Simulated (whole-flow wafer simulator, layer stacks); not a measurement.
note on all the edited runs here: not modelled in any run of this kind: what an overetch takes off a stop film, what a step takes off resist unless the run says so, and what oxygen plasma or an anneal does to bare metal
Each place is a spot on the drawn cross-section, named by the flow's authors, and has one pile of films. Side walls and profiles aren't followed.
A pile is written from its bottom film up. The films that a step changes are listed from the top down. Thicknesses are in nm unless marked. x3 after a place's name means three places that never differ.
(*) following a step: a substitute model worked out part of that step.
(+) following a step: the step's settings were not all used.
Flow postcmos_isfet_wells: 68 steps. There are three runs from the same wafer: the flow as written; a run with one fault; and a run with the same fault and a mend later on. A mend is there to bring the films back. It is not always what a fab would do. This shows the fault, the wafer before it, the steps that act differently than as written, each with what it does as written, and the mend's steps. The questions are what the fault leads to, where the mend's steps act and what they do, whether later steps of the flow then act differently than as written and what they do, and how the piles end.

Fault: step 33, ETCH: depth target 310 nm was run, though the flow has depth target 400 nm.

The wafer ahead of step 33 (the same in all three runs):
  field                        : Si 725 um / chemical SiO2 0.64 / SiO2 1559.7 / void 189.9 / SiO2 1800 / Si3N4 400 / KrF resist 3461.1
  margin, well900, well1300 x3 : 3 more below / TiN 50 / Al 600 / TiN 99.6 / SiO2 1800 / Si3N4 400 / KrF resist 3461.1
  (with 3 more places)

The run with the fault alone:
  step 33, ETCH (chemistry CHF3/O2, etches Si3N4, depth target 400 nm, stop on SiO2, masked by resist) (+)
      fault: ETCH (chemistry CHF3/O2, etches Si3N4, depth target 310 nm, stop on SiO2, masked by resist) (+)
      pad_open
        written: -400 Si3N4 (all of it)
        fault: -310 Si3N4
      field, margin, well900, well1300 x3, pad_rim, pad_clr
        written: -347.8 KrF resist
        fault: -269.6 KrF resist
  Steps later in the flow that act otherwise than as written (8 other steps are not shown; they differ only slightly, by no more than 2% or 0.5 nm, whichever is larger):
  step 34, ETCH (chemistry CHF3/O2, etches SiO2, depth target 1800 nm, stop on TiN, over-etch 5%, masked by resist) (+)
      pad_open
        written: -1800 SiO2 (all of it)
        fault: -90 Si3N4 (all of it), -1705.5 SiO2
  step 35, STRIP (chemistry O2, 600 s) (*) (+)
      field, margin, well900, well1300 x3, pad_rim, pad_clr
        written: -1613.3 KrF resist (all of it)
        fault: -1691.6 KrF resist (all of it)
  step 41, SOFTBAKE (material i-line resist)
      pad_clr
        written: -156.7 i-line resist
        fault: -147.2 i-line resist
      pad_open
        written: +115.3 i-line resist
        fault: +111.1 i-line resist
  By the end, the piles at pad_open depart from the flow's by more than 2% or 0.5 nm, whichever is larger.
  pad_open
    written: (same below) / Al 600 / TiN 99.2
    fault: (same below) / Al 600 / TiN 99.6 / SiO2 94.5

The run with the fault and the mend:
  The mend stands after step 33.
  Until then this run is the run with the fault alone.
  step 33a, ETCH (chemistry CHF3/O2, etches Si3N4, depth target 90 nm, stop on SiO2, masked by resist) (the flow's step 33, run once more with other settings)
      field, margin, well900, well1300 x3, pad_rim, pad_clr
        -78.3 KrF resist
      pad_open
        -90 Si3N4 (all of it)
  Every later step of the flow that is run acts as written at every place that is followed.
  At every place that both follow, the piles at the end match the flow's.
